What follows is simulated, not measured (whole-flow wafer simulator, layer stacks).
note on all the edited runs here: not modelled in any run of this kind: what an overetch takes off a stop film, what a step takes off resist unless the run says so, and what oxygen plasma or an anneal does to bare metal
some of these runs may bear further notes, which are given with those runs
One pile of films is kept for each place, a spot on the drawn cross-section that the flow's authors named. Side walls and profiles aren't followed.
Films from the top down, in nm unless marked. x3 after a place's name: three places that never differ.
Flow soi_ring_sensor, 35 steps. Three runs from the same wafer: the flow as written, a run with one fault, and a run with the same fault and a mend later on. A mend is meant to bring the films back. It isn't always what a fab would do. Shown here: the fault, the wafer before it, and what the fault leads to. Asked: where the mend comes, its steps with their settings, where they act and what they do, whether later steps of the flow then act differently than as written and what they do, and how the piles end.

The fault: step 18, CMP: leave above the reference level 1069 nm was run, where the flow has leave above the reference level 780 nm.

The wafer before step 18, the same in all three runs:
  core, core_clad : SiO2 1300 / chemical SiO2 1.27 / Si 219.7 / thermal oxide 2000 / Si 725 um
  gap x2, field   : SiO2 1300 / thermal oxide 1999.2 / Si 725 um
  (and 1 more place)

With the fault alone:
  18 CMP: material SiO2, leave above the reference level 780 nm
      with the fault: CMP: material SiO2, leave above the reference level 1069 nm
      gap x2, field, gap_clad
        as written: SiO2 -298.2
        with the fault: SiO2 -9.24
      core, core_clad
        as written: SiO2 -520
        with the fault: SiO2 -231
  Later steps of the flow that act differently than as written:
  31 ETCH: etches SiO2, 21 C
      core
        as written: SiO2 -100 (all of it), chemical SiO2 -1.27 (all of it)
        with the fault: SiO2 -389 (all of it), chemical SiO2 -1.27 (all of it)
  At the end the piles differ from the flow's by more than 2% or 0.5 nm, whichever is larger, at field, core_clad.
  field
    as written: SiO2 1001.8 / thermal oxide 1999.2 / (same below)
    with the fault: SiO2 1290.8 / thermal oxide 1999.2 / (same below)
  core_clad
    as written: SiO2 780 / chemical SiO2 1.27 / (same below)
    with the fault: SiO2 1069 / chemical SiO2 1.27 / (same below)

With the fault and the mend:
  The mend comes after step 19.
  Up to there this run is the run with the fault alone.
  19a CMP: material SiO2, leave above the reference level 780 nm (the flow's step 18 once more)
      core, gap x2, field, core_clad, gap_clad
        SiO2 -289
  No later step of the flow acts differently than as written at any place that is followed.
  At the end the piles are the same as the flow's at every place that both follow.
